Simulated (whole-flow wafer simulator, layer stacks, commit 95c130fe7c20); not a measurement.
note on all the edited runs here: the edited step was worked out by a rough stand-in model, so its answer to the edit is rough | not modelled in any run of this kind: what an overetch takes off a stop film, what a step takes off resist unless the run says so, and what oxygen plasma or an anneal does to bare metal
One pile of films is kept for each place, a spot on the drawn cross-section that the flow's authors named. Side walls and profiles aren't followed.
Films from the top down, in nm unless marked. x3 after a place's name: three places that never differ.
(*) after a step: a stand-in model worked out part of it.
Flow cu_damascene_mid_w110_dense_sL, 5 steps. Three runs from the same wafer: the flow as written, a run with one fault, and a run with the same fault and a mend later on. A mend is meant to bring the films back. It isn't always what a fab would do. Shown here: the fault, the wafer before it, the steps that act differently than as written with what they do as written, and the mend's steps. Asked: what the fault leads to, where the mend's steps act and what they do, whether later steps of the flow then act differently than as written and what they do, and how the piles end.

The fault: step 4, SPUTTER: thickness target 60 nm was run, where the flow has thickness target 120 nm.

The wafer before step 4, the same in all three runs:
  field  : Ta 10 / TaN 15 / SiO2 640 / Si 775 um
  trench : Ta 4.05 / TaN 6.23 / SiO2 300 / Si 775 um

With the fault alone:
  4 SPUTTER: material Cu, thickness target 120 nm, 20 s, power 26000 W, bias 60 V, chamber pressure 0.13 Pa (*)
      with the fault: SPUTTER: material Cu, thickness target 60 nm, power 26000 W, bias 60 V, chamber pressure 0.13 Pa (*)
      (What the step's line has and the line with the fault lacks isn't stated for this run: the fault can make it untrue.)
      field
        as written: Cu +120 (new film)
        with the fault: Cu +60 (new film)
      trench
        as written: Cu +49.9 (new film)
        with the fault: Cu +25 (new film)
  Later steps of the flow that act differently than as written:
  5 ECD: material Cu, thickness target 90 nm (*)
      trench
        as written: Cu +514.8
        with the fault: Cu +479.8
  At the end the piles differ from the flow's by more than 2% or 0.5 nm, whichever is larger, at field, trench.
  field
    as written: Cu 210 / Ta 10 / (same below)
    with the fault: Cu 150 / Ta 10 / (same below)
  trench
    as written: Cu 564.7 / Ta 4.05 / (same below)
    with the fault: Cu 504.7 / Ta 4.05 / (same below)

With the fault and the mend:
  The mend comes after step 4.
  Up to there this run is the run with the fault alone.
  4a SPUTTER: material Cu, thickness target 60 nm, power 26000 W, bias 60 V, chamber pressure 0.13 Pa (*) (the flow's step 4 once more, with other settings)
      field
        Cu +60
      trench
        Cu +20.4
  No later step of the flow acts differently than as written, at any place that is followed, by more than 2% or 0.5 nm, whichever is larger.
  At the end the piles are the same as the flow's at every place that both follow.
